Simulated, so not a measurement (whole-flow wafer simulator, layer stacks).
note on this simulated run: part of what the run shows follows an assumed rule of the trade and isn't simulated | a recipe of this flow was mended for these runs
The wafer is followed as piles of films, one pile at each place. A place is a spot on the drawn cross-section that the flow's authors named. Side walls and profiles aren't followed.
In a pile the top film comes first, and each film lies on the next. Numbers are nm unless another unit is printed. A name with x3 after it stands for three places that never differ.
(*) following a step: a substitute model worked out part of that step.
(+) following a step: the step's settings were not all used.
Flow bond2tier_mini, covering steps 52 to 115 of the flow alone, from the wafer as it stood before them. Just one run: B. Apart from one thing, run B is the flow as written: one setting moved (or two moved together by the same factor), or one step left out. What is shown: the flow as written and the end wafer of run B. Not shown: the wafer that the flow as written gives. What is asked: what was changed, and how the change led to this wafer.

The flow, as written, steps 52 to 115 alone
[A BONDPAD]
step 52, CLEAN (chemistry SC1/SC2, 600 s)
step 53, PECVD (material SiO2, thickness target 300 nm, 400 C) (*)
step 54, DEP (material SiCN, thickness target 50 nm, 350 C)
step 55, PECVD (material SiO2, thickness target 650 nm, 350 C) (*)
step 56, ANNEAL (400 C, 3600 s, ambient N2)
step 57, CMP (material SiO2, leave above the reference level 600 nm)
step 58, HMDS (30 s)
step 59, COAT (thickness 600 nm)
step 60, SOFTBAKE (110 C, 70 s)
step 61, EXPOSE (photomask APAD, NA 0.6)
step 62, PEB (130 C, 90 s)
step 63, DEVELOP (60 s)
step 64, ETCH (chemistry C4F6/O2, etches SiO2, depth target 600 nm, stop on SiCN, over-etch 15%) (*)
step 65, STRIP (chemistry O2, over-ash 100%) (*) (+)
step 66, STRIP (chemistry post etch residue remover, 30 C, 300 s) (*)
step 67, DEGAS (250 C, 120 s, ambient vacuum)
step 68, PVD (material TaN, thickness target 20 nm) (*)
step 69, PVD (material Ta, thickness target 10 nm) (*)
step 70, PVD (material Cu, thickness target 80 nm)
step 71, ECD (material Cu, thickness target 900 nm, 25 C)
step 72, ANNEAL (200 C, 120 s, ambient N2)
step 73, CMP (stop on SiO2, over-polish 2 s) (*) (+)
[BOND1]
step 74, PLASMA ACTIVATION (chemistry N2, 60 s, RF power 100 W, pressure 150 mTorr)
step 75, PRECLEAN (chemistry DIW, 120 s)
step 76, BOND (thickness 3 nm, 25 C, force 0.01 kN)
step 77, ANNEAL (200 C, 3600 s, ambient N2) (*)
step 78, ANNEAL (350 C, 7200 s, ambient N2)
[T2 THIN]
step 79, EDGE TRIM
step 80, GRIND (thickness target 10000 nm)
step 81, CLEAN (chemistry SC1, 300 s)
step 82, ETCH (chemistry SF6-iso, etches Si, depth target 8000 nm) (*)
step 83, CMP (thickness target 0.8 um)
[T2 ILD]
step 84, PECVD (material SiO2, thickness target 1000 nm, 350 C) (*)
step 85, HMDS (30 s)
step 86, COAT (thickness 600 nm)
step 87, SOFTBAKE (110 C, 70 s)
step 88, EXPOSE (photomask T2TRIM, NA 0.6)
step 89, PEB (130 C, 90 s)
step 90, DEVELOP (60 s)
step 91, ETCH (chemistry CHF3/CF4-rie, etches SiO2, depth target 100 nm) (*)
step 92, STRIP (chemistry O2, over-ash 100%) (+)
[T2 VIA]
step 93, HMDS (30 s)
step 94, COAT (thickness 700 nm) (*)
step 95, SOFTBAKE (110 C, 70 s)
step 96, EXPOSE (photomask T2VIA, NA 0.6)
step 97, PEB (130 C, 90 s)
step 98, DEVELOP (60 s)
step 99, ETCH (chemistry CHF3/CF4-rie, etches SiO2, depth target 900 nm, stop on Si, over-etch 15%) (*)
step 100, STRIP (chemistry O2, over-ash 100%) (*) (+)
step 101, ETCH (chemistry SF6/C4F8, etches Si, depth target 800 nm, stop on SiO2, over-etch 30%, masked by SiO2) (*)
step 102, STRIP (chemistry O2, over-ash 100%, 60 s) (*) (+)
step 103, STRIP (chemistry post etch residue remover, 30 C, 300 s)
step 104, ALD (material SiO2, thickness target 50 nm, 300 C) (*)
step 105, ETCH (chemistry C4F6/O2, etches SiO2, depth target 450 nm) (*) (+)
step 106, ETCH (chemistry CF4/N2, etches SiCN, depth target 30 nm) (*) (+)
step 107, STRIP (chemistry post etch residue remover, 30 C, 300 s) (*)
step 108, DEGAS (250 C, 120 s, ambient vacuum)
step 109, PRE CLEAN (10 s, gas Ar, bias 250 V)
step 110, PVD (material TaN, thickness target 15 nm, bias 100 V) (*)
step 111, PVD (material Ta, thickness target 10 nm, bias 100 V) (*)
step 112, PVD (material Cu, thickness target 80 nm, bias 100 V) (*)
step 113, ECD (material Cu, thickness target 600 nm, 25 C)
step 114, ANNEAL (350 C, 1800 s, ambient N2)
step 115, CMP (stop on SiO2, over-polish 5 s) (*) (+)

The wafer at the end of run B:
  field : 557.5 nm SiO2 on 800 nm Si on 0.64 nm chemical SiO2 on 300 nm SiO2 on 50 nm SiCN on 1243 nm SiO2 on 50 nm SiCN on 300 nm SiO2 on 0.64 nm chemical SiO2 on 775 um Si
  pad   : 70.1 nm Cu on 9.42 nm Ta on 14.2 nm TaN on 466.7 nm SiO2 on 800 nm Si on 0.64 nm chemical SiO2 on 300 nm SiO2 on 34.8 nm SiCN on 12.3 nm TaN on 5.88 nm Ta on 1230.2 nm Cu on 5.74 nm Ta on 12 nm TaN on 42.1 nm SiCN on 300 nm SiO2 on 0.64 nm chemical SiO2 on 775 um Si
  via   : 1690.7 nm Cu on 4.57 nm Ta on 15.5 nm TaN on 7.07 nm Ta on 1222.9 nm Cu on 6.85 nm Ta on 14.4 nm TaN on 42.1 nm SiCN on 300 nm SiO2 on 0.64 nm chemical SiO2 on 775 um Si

What caused this: step 57, CMP: leave above the reference level 643 nm was run, though the flow has leave above the reference level 600 nm; step 59, COAT: thickness 643 nm was run, where the flow has thickness 600 nm.

How this came from the change, step by step:
  step 57, CMP (material SiO2, leave above the reference level 600 nm)
      field, pad, via: -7 SiO2 (it would be, as written: -50 SiO2)
  step 59, COAT (thickness 600 nm)
      field, pad, via: +643 thick-KrF-resist (new film) (it would be, as written: +600 thick-KrF-resist (new film))
  step 62, PEB (130 C, 90 s)
      field, pad, via: -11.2 thick-KrF-resist (it would be, as written: -10.3 thick-KrF-resist)
  step 63, DEVELOP (60 s)
      pad, via: -631.8 thick-KrF-resist (all of it) (it would be, as written: -589.7 thick-KrF-resist (all of it))
  step 64, ETCH (chemistry C4F6/O2, etches SiO2, depth target 600 nm, stop on SiCN, over-etch 15%) (*)
      pad, via: -643 SiO2 (all of it), -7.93 SiCN (it would be, as written: -600 SiO2 (all of it), -15.2 SiCN)
  step 65, STRIP (chemistry O2, over-ash 100%) (*) (+)
      field: -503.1 thick-KrF-resist (all of it) (it would be, as written: -460.9 thick-KrF-resist (all of it))
  step 70, PVD (material Cu, thickness target 80 nm)
      pad: +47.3 Cu (new film) (it would be, as written: +48.4 Cu (new film))
      via: +57.3 Cu (new film) (it would be, as written: +59 Cu (new film))
  step 71, ECD (material Cu, thickness target 900 nm, 25 C)
      pad: +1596 Cu (it would be, as written: +1558.7 Cu)
      via: +1582.4 Cu (it would be, as written: +1544.3 Cu)
